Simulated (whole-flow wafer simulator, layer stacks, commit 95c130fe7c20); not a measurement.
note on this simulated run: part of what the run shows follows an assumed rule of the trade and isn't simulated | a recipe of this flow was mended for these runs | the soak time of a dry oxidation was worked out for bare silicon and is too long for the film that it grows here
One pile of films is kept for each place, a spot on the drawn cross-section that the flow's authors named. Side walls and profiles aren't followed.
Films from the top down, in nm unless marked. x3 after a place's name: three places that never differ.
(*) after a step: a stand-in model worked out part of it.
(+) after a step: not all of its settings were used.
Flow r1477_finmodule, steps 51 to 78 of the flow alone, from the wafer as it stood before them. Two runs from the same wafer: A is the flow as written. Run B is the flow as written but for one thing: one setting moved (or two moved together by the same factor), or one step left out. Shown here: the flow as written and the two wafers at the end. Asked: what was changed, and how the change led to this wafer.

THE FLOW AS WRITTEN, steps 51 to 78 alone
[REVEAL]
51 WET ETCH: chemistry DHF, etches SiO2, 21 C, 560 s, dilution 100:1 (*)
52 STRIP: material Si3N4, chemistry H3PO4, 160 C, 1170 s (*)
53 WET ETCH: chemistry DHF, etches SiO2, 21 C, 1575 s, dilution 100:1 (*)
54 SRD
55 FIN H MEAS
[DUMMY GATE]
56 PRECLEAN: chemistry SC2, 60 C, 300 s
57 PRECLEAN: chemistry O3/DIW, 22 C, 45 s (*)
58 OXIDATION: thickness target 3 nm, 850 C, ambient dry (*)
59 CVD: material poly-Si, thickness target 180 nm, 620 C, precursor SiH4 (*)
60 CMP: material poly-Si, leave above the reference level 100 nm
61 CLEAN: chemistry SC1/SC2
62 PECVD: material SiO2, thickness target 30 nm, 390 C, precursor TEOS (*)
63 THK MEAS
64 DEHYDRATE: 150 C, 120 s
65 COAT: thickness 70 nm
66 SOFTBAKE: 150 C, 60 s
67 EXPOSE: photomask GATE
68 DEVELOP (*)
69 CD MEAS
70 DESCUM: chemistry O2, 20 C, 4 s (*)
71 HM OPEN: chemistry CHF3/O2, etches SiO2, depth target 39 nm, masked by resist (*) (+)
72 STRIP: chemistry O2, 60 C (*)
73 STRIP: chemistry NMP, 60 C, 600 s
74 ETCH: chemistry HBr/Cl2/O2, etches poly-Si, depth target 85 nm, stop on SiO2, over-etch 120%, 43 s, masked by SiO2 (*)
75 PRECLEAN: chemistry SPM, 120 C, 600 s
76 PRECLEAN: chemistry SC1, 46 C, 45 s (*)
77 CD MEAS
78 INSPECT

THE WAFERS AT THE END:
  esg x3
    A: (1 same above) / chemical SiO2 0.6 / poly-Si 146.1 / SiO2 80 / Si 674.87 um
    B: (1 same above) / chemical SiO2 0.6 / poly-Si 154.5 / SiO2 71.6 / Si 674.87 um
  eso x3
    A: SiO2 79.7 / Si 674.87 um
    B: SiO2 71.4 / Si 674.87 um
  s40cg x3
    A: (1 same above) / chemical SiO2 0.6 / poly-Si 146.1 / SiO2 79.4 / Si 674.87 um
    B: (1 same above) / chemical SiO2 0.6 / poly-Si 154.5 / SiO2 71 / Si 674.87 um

The cause: step 51, WET ETCH: 728 s was run, where the flow has 560 s.

How the change led to this, step by step:
  51 WET ETCH: chemistry DHF, etches SiO2, 21 C, 560 s, dilution 100:1 (*)
      esg x3, e200sg, s40cg x3, s40sg x3, eso x3, e200so, s40co x3, s40so x3: A SiO2 -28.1 | B SiO2 -36.6
      pad, padg: A SiO2 -30.5 | B SiO2 -39.6
  59 CVD: material poly-Si, thickness target 180 nm, 620 C, precursor SiH4 (*)
      esg x3, s40cg x3, s40sg x3, eso x3, s40co x3, s40so x3: A poly-Si +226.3 (new film) | B poly-Si +234.7 (new film)
      e200sg, e200so: A poly-Si +219.2 (new film) | B poly-Si +234.7 (new film)
  60 CMP: material poly-Si, leave above the reference level 100 nm
      pad, padg: A poly-Si -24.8 | B poly-Si -15.6
      e200sg, e200so: A poly-Si -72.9 | B poly-Si -80
  74 ETCH: chemistry HBr/Cl2/O2, etches poly-Si, depth target 85 nm, stop on SiO2, over-etch 120%, 43 s, masked by SiO2 (*)
      eso x3, e200so, s40co x3, s40so x3: A chemical SiO2 -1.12 (all of it), poly-Si -143.9 (all of it), SiO2 -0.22 | B chemical SiO2 -1.12 (all of it), poly-Si -152.3 (all of it), SiO2 -0.17
      pad: A chemical SiO2 -1.12 (all of it), poly-Si -152.8 (all of it), SiO2 -0.17 | B chemical SiO2 -1.12 (all of it), poly-Si -161.9 (all of it), SiO2 -0.13
